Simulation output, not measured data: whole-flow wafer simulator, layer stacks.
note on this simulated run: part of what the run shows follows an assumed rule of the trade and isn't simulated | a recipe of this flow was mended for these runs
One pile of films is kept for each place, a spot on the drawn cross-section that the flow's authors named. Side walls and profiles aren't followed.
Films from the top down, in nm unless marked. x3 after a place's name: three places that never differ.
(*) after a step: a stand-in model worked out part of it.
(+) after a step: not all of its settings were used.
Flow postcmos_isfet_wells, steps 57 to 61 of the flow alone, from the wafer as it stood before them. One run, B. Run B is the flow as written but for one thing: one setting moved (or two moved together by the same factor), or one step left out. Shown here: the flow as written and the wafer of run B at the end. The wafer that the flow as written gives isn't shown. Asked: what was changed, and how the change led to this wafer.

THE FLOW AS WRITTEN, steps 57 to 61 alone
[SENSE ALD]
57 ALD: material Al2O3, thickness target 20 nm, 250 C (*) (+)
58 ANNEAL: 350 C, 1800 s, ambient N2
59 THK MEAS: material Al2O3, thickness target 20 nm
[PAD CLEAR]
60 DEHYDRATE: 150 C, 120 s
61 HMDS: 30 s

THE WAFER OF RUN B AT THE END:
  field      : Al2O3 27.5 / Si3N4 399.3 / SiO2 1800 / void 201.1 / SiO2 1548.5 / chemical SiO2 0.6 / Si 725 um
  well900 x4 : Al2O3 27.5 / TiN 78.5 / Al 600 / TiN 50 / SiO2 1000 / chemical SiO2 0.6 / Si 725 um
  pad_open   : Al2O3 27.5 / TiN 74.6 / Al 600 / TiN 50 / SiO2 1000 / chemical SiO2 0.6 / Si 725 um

The cause: step 57, ALD: thickness target 27.5 nm was run, where the flow has thickness target 20 nm.
It can be read off the wafer: field has Al2O3 27.5, and step 57 as written asks for 20 nm.

How the change led to this, step by step:
  57 ALD: material Al2O3, thickness target 20 nm, 250 C (*) (+)
      field, margin x3, well900 x4, pad_open: Al2O3 +27.5 (new film) (as written it would be: Al2O3 +20 (new film))
